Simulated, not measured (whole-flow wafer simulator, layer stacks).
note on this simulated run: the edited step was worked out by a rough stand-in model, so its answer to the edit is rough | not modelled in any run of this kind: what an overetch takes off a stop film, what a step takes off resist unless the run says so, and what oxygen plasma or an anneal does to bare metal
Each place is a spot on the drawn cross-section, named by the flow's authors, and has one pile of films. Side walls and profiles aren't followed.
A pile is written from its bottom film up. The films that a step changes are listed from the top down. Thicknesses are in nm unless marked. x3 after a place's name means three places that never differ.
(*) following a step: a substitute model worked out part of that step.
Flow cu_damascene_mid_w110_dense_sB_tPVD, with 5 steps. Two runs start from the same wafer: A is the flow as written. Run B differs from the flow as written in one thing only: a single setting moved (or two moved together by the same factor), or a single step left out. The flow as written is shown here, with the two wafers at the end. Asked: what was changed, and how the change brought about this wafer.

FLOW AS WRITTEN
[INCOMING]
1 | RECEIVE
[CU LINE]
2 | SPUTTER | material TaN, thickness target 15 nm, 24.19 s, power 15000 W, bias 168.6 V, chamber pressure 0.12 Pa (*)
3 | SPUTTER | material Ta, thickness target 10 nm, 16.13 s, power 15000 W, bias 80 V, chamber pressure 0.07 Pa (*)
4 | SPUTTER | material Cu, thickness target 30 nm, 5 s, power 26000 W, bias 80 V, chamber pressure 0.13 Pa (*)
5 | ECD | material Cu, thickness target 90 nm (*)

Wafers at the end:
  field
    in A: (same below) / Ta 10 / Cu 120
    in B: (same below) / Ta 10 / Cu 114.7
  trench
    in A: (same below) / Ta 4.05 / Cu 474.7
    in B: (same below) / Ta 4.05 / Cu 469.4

The reason: step 4, SPUTTER: 4.06 s was run, while the flow as written has 5 s; step 4, SPUTTER: chamber pressure 0.106 Pa was run, where the flow has chamber pressure 0.13 Pa.

Step by step, how the change led to this:
  4 | SPUTTER | material Cu, thickness target 30 nm, 5 s, power 26000 W, bias 80 V, chamber pressure 0.13 Pa (*)
      field: A Cu gains 30 (new film) | B Cu gains 24.7 (new film)
      trench: A Cu gains 12.5 (new film) | B Cu gains 10.3 (new film)
